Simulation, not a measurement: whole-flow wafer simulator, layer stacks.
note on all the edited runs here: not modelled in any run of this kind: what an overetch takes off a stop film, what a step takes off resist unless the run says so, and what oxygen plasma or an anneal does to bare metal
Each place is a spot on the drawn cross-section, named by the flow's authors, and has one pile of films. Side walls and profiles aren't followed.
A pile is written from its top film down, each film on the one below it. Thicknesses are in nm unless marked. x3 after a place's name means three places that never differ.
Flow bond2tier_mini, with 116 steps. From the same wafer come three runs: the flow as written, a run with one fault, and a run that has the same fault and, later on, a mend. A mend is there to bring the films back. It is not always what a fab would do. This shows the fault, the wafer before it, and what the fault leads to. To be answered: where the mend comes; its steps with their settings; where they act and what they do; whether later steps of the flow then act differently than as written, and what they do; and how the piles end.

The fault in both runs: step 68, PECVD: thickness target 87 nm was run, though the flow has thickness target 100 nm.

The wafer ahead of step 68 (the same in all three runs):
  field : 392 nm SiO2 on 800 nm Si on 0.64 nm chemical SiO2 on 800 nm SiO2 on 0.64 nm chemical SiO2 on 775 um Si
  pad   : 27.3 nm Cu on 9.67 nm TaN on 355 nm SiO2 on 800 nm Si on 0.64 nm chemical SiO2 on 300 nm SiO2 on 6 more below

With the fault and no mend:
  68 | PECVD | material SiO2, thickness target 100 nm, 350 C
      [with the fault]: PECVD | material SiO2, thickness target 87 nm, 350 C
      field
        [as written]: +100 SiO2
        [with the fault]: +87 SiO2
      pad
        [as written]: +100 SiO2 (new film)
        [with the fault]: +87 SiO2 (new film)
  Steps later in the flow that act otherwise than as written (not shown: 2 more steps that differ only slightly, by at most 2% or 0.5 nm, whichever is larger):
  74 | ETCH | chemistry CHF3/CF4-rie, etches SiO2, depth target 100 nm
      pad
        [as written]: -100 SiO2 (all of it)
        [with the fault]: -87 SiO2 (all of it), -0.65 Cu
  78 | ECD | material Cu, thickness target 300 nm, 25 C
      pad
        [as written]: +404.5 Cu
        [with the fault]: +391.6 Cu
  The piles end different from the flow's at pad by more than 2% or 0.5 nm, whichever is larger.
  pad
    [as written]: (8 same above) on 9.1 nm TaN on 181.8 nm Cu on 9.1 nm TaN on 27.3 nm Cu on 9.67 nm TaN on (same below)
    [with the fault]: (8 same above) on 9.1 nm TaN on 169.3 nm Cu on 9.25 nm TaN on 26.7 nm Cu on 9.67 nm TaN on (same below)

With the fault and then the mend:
  After step 68 comes the mend.
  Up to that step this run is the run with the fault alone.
  68a | PECVD | material SiO2, thickness target 13 nm, 350 C (a further turn of the flow's step 68, with different settings)
      field, pad
        +13 SiO2
  Later steps of the flow that are run all act as written at every place that is followed.
  The piles end the same as the flow's at every place that both follow.
